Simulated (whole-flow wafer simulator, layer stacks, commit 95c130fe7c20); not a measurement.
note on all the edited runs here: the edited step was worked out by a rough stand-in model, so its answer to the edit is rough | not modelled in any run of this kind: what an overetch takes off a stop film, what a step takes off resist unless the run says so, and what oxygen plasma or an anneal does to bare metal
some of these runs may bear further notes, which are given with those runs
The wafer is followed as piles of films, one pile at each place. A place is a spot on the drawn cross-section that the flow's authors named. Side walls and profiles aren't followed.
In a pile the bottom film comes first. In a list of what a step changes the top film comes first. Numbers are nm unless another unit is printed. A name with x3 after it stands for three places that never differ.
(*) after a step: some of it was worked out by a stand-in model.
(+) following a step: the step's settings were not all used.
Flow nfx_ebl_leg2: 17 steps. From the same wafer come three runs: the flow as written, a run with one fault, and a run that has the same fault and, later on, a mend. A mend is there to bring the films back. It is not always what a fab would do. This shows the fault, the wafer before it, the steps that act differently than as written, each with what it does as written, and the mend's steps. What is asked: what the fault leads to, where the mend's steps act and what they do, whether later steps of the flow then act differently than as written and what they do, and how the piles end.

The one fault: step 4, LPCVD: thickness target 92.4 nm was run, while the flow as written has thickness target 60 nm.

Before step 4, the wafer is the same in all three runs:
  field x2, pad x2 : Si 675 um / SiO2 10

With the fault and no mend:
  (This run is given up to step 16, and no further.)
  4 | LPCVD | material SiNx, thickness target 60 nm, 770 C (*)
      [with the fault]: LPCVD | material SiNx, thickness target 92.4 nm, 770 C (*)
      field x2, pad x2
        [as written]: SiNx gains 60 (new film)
        [with the fault]: SiNx gains 92.4 (new film)
  Later steps of the flow acting differently than as written:
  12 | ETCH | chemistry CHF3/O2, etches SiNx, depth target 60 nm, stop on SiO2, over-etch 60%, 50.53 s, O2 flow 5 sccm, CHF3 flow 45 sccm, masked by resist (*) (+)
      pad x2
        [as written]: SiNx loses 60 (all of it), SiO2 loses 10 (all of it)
        [with the fault]: SiNx loses 92.4 (all of it), SiO2 loses 1.8
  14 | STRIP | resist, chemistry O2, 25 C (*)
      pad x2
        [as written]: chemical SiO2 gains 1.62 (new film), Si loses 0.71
        [with the fault]: nothing
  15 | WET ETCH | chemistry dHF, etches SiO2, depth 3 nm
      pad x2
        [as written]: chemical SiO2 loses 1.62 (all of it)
        [with the fault]: SiO2 loses 3
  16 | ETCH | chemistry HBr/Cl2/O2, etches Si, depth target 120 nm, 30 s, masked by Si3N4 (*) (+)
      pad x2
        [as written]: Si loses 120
        [with the fault]: SiO2 loses 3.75
  After step 16, at field x2, pad x2, the piles differ from the flow's by more than 2% or 0.5 nm, whichever is larger.
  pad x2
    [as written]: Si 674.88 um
    [with the fault]: Si 675 um / SiO2 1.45
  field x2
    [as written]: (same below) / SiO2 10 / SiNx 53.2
    [with the fault]: (same below) / SiO2 10 / SiNx 85.6

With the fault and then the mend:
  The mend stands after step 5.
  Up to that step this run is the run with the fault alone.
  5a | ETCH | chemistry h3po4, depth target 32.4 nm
      field x2, pad x2
        SiNx loses 32.4
  None of the later steps of the flow acts differently than as written at any place that is followed.
  By the end, the piles equal the flow's at every place that both follow.
